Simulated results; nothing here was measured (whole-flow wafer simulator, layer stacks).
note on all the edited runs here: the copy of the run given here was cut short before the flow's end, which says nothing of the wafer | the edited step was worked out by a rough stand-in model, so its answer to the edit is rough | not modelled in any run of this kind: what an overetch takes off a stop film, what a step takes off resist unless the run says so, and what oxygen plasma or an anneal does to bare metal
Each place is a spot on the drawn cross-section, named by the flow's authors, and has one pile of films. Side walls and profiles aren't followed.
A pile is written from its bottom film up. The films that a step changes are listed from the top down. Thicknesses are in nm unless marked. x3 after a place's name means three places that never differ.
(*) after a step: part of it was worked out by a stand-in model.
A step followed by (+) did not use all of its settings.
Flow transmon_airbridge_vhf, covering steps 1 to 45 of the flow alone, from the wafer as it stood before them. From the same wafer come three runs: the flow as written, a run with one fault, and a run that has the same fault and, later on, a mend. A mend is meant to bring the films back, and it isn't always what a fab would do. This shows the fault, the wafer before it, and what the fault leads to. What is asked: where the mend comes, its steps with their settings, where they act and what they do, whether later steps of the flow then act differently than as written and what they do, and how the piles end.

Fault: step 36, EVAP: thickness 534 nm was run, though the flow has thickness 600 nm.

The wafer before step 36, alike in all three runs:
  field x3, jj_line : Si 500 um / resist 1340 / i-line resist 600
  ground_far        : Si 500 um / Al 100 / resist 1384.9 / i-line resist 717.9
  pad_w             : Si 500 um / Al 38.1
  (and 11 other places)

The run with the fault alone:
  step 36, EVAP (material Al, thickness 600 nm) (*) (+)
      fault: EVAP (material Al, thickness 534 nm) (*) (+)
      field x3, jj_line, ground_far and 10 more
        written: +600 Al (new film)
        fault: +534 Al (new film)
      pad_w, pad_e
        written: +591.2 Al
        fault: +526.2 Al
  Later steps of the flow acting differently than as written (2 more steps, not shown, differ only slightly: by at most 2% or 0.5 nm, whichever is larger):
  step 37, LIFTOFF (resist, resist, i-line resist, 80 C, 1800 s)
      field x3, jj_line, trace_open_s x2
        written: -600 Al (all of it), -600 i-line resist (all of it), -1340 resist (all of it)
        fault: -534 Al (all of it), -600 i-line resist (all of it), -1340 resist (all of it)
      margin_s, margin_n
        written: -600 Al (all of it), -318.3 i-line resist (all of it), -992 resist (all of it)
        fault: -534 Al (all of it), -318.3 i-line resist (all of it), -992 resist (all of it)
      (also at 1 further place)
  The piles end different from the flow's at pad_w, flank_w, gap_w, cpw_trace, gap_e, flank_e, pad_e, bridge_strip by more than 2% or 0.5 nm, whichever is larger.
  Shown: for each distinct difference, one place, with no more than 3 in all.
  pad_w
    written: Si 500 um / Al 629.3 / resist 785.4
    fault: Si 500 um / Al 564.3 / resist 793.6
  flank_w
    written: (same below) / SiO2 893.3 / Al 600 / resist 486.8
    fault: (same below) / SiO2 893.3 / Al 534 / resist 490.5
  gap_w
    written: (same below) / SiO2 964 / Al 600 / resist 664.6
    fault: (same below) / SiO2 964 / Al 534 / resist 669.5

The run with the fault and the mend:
  The mend stands after step 36.
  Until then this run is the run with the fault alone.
  step 36a, EVAP (material Al, thickness 66 nm) (*) (+) (a further turn of the flow's step 36, with different settings)
      field x3, jj_line, ground_far and 10 more
        +66 Al
      pad_w, pad_e
        +65 Al
  Every later step of the flow that is run acts as written, at every place that is followed, to within 2% or 0.5 nm, whichever is larger.
  When the end is reached, the piles differ only a little from the flow's at the places that both follow, at most by 2% or 0.5 nm, whichever is larger.
